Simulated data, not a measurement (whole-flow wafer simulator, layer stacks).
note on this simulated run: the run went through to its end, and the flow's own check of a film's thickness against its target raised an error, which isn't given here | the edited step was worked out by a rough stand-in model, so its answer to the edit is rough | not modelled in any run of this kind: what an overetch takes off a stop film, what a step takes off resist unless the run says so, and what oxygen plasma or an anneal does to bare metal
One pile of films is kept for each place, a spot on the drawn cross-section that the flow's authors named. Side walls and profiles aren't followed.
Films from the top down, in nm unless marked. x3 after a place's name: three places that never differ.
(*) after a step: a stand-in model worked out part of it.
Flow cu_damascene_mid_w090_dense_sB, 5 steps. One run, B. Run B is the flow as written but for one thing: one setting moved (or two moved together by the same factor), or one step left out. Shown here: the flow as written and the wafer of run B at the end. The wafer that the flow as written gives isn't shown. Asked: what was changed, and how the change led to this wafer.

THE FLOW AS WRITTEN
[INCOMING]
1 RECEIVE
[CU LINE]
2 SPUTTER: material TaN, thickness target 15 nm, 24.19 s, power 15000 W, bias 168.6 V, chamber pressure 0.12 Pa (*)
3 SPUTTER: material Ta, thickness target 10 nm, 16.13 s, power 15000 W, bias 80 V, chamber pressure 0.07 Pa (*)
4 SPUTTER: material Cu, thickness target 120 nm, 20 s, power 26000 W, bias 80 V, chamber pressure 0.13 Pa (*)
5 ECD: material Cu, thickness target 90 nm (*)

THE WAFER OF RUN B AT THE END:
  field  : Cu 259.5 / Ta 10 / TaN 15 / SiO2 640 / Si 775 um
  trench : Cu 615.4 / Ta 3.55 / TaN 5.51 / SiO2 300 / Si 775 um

The cause: step 5, ECD: thickness target 139.5 nm was run, where the flow has thickness target 90 nm.

How the change led to this, step by step:
  5 ECD: material Cu, thickness target 90 nm (*)
      field: Cu +139.5 (as written it would be: Cu +90)
      trench: Cu +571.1 (as written it would be: Cu +521.6)
